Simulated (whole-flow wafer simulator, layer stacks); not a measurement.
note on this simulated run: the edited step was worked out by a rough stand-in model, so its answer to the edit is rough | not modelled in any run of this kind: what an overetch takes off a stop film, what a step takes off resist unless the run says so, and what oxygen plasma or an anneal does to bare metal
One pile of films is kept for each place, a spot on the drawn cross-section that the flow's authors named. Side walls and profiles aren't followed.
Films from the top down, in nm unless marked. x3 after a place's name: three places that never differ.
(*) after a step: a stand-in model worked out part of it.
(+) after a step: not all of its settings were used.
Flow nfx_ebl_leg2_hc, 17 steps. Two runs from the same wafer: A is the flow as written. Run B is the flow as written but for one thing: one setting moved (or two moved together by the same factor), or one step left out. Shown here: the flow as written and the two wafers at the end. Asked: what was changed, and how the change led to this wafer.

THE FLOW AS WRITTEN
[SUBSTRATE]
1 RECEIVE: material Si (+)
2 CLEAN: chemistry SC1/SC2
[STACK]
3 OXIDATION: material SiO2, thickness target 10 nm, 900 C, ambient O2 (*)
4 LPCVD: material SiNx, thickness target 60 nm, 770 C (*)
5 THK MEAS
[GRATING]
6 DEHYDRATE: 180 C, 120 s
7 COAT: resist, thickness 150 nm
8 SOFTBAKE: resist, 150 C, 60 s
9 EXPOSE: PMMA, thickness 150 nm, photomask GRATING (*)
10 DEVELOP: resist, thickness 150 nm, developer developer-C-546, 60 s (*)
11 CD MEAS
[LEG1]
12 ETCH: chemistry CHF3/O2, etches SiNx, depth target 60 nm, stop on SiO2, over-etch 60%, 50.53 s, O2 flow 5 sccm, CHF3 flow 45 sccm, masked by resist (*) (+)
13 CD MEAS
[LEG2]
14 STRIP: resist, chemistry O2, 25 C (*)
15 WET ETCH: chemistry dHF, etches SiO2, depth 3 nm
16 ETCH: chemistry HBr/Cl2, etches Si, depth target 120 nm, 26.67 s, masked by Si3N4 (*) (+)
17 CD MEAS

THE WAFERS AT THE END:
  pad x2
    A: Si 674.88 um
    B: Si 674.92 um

The cause: step 16, ETCH: depth target 72 nm was run, where the flow has depth target 120 nm.

How the change led to this, step by step:
  16 ETCH: chemistry HBr/Cl2, etches Si, depth target 120 nm, 26.67 s, masked by Si3N4 (*) (+)
      pad x2: A Si -120 | B Si -72
